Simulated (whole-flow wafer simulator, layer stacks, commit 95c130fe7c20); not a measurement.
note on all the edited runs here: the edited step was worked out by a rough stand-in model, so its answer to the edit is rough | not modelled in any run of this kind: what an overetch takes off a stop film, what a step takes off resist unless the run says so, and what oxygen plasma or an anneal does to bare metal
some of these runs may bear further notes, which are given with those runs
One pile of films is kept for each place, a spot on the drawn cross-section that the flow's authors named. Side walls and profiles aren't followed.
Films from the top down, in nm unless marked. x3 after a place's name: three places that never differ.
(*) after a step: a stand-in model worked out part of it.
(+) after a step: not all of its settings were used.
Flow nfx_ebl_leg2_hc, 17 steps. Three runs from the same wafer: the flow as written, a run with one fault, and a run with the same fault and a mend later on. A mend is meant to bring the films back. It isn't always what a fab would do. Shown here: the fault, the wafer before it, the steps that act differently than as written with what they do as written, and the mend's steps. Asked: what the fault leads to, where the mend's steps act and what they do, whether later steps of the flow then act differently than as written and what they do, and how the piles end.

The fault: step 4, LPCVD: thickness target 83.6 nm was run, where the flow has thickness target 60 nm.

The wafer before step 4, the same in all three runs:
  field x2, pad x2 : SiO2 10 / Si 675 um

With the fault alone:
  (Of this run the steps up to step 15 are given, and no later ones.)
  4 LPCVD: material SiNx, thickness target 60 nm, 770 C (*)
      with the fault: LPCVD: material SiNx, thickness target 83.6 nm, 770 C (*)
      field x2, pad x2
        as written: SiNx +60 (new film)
        with the fault: SiNx +83.6 (new film)
  Later steps of the flow that act differently than as written:
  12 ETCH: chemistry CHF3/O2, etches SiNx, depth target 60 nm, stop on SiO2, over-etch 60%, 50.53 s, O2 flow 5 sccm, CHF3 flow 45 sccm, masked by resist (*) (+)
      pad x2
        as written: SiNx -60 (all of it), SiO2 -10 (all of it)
        with the fault: SiNx -83.6 (all of it), SiO2 -6.2
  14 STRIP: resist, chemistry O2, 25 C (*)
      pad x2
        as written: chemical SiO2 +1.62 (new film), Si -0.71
        with the fault: nothing
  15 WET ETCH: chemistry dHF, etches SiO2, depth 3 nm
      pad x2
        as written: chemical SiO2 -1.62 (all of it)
        with the fault: SiO2 -3
  After step 15 the piles differ from the flow's by more than 2% or 0.5 nm, whichever is larger, at field x2, pad x2.
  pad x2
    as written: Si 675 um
    with the fault: SiO2 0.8 / Si 675 um
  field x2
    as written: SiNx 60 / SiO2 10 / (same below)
    with the fault: SiNx 83.6 / SiO2 10 / (same below)

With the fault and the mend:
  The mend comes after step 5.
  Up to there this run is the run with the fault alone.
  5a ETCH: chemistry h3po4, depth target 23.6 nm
      field x2, pad x2
        SiNx -23.6
  No later step of the flow acts differently than as written at any place that is followed.
  At the end the piles are the same as the flow's at every place that both follow.
